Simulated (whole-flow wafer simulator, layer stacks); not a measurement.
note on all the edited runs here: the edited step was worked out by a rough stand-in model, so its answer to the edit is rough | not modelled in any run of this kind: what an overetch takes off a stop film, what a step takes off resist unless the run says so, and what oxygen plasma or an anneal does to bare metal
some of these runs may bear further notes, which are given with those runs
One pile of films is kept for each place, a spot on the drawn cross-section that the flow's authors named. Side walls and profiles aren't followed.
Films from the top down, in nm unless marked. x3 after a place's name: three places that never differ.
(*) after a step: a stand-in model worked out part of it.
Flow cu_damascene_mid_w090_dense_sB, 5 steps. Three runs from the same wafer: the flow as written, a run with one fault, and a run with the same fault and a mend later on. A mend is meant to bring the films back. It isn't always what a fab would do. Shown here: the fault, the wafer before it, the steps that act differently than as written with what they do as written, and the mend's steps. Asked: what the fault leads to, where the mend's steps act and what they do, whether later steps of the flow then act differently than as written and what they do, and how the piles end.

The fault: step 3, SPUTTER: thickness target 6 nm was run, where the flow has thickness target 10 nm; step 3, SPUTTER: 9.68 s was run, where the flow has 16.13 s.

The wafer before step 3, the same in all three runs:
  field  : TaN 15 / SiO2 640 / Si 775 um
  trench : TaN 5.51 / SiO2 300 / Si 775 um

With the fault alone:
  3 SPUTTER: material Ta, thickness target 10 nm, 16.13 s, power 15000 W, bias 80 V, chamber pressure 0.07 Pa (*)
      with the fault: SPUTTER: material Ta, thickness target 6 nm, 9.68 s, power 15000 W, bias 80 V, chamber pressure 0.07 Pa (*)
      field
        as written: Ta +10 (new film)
        with the fault: Ta +6 (new film)
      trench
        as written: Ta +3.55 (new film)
        with the fault: Ta +2.13 (new film)
  No later step of the flow acts differently than as written, at any place that is followed, by more than 2% or 0.5 nm, whichever is larger.
  At the end the piles differ from the flow's by more than 2% or 0.5 nm, whichever is larger, at field, trench.
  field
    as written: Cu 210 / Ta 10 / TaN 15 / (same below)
    with the fault: Cu 210 / Ta 6 / TaN 15 / (same below)
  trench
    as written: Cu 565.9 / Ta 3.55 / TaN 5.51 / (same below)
    with the fault: Cu 563.4 / Ta 2.13 / TaN 5.51 / (same below)

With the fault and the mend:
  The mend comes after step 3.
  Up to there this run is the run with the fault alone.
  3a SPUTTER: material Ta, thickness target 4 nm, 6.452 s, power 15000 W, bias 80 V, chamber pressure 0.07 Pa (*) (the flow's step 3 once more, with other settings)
      field
        Ta +4
      trench
        Ta +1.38
  No later step of the flow acts differently than as written at any place that is followed.
  At the end the piles differ from the flow's only slightly at the places that both follow, by at most 2% or 0.5 nm, whichever is larger.
